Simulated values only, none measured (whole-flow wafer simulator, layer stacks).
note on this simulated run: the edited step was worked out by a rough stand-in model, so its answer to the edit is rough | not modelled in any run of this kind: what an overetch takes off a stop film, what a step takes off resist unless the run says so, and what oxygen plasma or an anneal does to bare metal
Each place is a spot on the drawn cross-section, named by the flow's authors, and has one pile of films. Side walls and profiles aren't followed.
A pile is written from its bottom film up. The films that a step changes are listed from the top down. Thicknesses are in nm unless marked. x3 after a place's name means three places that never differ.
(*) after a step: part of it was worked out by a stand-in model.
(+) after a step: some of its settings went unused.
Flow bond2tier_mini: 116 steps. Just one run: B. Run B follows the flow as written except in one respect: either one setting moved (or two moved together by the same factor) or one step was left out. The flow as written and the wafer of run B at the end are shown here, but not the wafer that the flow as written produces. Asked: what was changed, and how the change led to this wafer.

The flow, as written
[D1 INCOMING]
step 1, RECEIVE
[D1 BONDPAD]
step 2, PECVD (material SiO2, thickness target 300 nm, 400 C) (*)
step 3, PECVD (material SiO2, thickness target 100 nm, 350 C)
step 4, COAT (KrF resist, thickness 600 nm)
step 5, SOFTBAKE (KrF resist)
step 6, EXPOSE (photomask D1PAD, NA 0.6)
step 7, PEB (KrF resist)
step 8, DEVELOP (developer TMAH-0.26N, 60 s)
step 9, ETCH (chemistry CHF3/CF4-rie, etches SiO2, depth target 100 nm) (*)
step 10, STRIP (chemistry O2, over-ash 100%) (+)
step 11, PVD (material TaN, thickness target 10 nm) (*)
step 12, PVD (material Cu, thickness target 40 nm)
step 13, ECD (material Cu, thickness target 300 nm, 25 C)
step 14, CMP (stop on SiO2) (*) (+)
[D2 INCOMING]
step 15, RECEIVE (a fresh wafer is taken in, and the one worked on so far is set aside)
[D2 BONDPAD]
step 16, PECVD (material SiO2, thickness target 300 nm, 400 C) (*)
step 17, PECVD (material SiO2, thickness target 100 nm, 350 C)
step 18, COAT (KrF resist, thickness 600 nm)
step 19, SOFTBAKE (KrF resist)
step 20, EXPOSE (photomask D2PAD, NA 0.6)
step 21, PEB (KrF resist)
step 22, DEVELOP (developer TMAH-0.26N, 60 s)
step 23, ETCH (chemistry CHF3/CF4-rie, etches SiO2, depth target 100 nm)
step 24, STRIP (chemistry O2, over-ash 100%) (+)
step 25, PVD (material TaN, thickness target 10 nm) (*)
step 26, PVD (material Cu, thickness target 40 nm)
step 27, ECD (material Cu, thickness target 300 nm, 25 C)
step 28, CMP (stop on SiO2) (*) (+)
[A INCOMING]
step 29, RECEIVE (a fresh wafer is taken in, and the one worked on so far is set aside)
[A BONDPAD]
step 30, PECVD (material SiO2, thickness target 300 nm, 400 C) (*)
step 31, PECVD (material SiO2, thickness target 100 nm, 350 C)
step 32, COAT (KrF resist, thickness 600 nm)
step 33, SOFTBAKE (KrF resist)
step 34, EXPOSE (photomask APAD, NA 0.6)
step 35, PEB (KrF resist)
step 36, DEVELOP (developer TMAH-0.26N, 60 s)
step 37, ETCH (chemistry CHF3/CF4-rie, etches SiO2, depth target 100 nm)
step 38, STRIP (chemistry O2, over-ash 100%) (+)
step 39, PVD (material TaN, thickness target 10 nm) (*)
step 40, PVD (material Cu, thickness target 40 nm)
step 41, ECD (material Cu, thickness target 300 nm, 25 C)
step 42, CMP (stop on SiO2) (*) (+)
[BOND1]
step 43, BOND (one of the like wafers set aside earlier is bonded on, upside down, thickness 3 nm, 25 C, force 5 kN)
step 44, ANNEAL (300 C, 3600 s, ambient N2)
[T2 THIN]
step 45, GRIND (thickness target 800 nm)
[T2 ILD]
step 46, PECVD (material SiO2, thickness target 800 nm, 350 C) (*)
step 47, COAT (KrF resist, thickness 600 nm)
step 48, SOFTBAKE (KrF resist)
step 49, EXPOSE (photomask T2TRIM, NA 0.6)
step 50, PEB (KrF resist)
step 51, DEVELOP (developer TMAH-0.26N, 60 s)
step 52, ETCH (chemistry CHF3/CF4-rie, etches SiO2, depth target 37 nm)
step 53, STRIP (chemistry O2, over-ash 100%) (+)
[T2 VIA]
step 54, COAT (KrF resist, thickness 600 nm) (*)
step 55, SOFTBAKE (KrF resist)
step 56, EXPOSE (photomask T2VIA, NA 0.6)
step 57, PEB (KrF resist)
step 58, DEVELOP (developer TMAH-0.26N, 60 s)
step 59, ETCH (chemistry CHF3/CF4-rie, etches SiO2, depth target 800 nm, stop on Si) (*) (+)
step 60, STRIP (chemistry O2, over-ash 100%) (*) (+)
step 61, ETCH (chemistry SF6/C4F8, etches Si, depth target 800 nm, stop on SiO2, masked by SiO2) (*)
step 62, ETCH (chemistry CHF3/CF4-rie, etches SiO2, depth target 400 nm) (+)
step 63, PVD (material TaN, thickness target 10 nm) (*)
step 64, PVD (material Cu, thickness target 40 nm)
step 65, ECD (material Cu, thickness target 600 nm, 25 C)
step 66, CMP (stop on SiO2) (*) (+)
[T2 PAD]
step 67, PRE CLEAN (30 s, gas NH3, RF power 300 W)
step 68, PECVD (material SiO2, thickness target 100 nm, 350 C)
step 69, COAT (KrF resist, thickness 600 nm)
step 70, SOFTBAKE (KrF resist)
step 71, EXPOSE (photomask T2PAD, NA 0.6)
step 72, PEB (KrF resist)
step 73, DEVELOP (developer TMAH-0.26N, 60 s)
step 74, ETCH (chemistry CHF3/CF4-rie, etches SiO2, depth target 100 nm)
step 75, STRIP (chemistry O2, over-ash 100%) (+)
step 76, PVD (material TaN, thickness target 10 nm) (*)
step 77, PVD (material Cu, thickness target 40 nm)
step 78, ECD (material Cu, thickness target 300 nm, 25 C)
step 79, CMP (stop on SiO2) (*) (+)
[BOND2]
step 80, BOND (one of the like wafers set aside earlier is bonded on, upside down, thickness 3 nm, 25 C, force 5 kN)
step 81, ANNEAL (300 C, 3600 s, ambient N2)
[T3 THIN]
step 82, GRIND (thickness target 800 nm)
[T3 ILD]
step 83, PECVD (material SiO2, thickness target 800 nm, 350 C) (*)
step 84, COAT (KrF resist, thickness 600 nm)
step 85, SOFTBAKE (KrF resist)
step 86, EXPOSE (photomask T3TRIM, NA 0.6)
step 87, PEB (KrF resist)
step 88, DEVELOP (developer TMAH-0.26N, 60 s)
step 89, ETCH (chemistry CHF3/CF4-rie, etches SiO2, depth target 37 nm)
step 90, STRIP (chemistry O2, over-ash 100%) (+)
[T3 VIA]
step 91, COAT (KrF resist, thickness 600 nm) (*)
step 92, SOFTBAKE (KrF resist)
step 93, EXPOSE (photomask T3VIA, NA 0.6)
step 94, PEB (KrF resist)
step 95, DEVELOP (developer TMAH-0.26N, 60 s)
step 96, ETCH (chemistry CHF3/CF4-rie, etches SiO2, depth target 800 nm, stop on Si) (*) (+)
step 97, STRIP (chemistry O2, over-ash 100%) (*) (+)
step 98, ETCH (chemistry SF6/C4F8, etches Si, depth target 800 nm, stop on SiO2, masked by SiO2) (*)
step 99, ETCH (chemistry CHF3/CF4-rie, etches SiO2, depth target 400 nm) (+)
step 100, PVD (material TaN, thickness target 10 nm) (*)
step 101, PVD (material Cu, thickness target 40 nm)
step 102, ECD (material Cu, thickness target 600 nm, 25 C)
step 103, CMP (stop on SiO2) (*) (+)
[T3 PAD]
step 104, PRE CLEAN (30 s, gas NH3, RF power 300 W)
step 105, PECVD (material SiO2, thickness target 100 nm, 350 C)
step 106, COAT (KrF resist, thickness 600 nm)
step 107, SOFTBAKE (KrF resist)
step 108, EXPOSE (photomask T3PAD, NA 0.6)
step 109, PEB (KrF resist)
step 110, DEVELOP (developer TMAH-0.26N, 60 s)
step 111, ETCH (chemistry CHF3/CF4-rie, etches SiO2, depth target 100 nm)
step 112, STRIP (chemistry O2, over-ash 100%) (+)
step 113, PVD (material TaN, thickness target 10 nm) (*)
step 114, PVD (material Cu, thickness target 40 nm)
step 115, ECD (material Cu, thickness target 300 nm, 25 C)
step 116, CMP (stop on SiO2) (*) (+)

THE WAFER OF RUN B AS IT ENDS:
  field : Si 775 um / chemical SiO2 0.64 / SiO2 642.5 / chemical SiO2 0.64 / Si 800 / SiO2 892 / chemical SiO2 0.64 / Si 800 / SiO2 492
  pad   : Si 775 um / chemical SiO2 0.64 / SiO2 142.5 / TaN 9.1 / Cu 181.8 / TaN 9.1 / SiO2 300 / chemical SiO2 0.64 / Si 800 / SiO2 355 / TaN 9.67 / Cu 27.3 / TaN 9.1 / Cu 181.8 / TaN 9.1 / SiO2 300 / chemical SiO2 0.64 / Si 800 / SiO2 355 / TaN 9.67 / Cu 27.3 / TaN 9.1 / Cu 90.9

What caused this: step 30, PECVD: thickness target 142.5 nm was run, whereas the flow has thickness target 300 nm.
One can read it off the wafer: pad has SiO2 142.5, and step 30 as written asks for 300 nm.

Step by step, how the change led to this:
  step 30, PECVD (material SiO2, thickness target 300 nm, 400 C) (*)
      field, pad, via: +142.5 SiO2 (new film) (it would be, as written: +300 SiO2 (new film))
